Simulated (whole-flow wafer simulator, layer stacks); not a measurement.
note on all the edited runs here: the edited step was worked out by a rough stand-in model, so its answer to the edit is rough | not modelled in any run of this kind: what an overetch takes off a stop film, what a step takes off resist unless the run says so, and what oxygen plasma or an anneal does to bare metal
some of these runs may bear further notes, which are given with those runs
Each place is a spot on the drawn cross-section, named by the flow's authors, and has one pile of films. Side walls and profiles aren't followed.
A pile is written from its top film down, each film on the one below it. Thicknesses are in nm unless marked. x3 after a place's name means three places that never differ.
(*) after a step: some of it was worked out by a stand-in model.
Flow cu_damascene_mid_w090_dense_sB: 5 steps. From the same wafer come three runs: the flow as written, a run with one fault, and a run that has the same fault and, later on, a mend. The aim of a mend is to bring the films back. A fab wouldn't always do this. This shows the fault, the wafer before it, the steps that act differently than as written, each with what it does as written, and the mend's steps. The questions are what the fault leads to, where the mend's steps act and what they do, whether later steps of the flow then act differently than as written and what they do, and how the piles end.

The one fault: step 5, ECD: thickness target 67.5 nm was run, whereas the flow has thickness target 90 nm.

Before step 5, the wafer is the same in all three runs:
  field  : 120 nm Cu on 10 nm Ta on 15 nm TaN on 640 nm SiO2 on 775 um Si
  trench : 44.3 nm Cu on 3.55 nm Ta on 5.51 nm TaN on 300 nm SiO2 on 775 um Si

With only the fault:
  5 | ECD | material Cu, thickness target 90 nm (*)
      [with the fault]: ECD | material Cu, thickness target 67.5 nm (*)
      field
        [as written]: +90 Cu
        [with the fault]: +67.5 Cu
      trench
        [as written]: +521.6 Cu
        [with the fault]: +499.1 Cu
  Every later step of the flow that is run acts as written at every place that is followed.
  By the end, the piles at field, trench depart from the flow's by more than 2% or 0.5 nm, whichever is larger.
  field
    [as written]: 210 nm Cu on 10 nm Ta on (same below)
    [with the fault]: 187.5 nm Cu on 10 nm Ta on (same below)
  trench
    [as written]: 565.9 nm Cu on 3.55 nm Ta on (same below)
    [with the fault]: 543.4 nm Cu on 3.55 nm Ta on (same below)

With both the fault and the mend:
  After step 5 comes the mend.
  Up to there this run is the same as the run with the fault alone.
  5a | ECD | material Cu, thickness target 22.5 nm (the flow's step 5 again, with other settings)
      field, trench
        +22.5 Cu
  Every later step of the flow that is run acts as written at every place that is followed.
  At every place that both follow, the piles at the end match the flow's.
